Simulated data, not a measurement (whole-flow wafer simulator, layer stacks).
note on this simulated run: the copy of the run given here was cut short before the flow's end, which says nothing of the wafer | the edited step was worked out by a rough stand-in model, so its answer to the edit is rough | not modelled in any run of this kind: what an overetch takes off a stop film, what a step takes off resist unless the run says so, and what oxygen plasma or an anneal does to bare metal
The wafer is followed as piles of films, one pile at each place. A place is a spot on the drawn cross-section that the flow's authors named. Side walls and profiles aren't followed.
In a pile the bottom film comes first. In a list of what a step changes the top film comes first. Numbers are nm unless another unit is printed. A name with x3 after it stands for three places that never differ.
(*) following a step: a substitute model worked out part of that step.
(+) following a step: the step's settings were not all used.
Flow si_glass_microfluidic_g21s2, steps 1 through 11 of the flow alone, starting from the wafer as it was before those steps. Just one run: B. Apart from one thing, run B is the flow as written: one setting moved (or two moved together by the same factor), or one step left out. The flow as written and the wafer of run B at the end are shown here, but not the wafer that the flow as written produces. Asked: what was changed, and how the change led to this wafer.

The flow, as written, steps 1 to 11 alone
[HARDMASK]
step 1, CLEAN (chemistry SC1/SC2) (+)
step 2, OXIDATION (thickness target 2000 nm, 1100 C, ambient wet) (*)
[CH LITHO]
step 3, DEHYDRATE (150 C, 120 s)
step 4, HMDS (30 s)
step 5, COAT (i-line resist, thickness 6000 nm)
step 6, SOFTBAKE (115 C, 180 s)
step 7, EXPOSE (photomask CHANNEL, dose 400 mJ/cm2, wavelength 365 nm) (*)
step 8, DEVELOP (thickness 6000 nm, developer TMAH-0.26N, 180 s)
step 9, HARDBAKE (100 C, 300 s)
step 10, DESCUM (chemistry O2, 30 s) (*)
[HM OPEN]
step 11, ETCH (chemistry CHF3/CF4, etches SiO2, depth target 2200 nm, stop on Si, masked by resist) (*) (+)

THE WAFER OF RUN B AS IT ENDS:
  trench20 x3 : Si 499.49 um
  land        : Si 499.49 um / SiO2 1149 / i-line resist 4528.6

Cause: step 2, OXIDATION: 962 C was run, while the flow as written has 1100 C.

Step by step, how the change led to this:
  step 2, OXIDATION (thickness target 2000 nm, 1100 C, ambient wet) (*)
      land, trench20 x3: SiO2 gains 1149 (new film), chemical SiO2 loses 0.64 (all of it), Si loses 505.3 (as written it would have been: SiO2 gains 2000 (new film), chemical SiO2 loses 0.64 (all of it), Si loses 879.7)
  step 11, ETCH (chemistry CHF3/CF4, etches SiO2, depth target 2200 nm, stop on Si, masked by resist) (*) (+)
      trench20 x3: SiO2 loses 1149 (all of it) (as written it would have been: SiO2 loses 2000 (all of it))
      land: i-line resist loses 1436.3 (as written it would have been: i-line resist loses 1833.3)
